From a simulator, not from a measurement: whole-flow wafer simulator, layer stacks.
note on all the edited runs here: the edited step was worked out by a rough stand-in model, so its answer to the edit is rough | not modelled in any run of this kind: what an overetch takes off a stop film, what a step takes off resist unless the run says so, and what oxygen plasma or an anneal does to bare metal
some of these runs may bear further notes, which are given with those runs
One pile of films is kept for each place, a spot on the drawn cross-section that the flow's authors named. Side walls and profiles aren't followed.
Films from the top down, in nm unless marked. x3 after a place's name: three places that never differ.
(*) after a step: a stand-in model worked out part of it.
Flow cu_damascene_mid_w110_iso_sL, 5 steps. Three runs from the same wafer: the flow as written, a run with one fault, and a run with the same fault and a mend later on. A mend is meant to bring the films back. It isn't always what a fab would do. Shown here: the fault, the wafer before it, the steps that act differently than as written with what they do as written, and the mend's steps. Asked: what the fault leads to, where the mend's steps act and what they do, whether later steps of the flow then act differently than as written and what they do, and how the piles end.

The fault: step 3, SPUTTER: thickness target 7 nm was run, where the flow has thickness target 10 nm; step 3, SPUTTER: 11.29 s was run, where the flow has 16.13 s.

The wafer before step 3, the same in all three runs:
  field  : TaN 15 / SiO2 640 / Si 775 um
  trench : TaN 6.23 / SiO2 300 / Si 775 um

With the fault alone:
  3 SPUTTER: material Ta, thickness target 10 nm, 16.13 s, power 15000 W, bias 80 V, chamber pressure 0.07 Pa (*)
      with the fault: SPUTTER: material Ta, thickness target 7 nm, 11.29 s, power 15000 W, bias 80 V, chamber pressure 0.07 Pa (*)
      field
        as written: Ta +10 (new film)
        with the fault: Ta +7 (new film)
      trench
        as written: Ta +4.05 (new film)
        with the fault: Ta +2.83 (new film)
  No later step of the flow acts differently than as written, at any place that is followed, by more than 2% or 0.5 nm, whichever is larger.
  At the end the piles differ from the flow's by more than 2% or 0.5 nm, whichever is larger, at field, trench.
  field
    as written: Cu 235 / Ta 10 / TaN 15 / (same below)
    with the fault: Cu 235 / Ta 7 / TaN 15 / (same below)
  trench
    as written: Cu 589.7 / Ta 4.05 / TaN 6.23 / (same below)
    with the fault: Cu 587.9 / Ta 2.83 / TaN 6.23 / (same below)

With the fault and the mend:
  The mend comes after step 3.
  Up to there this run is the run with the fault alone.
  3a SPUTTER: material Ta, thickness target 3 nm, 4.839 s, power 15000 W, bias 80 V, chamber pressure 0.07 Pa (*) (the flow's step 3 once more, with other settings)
      field
        Ta +3
      trench
        Ta +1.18
  No later step of the flow acts differently than as written at any place that is followed.
  At the end the piles differ from the flow's only slightly at the places that both follow, by at most 2% or 0.5 nm, whichever is larger.
